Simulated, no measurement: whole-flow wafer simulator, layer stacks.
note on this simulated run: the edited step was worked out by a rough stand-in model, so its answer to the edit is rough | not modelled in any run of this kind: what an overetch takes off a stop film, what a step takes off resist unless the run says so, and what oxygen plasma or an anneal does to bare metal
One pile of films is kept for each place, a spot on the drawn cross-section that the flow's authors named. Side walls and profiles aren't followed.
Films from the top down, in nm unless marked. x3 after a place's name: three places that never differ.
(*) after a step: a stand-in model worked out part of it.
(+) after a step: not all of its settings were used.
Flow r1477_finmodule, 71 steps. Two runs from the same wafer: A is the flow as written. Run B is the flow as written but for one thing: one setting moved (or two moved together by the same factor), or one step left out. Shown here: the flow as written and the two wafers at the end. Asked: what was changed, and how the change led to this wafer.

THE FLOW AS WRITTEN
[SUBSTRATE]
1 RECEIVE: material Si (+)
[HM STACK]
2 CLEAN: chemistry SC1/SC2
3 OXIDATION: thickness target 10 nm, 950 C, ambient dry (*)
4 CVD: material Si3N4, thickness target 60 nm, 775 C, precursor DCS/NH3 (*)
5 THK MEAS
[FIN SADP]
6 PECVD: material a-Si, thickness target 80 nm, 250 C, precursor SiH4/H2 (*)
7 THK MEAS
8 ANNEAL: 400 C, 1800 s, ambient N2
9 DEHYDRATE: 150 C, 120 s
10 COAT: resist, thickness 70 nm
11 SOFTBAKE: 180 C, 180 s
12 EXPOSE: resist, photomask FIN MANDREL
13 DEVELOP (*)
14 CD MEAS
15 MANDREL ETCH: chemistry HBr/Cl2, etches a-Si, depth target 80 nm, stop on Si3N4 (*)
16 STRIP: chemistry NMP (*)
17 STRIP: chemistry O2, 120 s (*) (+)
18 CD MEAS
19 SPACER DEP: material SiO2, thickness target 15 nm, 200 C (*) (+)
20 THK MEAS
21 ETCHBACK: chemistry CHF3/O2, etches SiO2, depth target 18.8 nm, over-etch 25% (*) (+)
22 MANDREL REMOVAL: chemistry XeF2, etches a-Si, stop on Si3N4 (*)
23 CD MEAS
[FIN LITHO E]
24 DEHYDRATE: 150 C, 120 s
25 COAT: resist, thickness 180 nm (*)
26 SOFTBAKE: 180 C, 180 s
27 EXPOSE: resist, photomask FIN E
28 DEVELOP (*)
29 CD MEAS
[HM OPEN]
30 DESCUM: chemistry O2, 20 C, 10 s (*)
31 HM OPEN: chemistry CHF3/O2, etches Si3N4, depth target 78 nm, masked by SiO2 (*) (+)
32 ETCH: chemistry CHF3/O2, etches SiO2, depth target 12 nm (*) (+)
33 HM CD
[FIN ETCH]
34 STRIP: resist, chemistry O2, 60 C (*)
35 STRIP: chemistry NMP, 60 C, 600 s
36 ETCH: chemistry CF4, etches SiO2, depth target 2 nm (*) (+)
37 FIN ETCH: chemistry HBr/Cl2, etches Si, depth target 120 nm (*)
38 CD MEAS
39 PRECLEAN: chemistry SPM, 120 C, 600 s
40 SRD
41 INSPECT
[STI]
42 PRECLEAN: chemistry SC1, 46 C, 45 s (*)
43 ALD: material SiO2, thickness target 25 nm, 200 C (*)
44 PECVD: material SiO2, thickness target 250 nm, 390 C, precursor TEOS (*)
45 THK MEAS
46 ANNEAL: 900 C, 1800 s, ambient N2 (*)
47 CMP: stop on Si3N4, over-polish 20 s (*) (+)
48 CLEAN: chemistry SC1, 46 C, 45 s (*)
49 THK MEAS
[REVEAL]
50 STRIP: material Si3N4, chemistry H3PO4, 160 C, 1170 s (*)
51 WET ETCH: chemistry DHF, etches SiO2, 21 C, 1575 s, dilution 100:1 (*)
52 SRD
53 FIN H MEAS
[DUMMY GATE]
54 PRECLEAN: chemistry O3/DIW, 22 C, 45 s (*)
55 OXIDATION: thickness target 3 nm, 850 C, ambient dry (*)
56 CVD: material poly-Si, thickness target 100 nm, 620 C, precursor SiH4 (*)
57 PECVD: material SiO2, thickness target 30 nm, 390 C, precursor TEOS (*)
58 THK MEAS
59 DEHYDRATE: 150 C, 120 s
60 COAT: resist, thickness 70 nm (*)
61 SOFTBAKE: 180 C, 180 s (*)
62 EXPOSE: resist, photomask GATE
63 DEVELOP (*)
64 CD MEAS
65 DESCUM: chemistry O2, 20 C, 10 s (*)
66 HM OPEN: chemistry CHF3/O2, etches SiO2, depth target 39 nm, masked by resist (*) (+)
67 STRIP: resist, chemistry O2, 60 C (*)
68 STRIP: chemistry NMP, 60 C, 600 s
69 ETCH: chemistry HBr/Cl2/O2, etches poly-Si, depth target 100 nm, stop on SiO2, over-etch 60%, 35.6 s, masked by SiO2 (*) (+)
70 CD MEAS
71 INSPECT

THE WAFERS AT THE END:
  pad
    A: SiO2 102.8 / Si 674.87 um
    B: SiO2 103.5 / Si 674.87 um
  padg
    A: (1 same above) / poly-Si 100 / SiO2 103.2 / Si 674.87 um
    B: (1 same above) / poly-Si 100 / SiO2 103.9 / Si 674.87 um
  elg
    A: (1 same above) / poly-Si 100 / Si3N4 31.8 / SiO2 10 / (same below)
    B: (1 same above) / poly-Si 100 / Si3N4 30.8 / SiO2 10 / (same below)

The cause: step 36, ETCH: depth target 2.8 nm was run, where the flow has depth target 2 nm.

How the change led to this, step by step:
  36 ETCH: chemistry CF4, etches SiO2, depth target 2 nm (*) (+)
      pad, padg, esg and 19 more: A chemical SiO2 -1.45 (all of it), Si -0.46 | B chemical SiO2 -1.45 (all of it), Si -1.13
      elg, e40lg, e100lg, e200lg, elo, e40lo, e100lo, e200lo: A Si3N4 -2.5 | B Si3N4 -3.5
      (and at 6 more places)
  51 WET ETCH: chemistry DHF, etches SiO2, 21 C, 1575 s, dilution 100:1 (*)
      elg, e40lg, e100lg, e200lg, elo, e40lo, e100lo, e200lo: A SiO2 -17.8 (all of it), Si3N4 -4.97 | B SiO2 -18.8 (all of it), Si3N4 -4.89
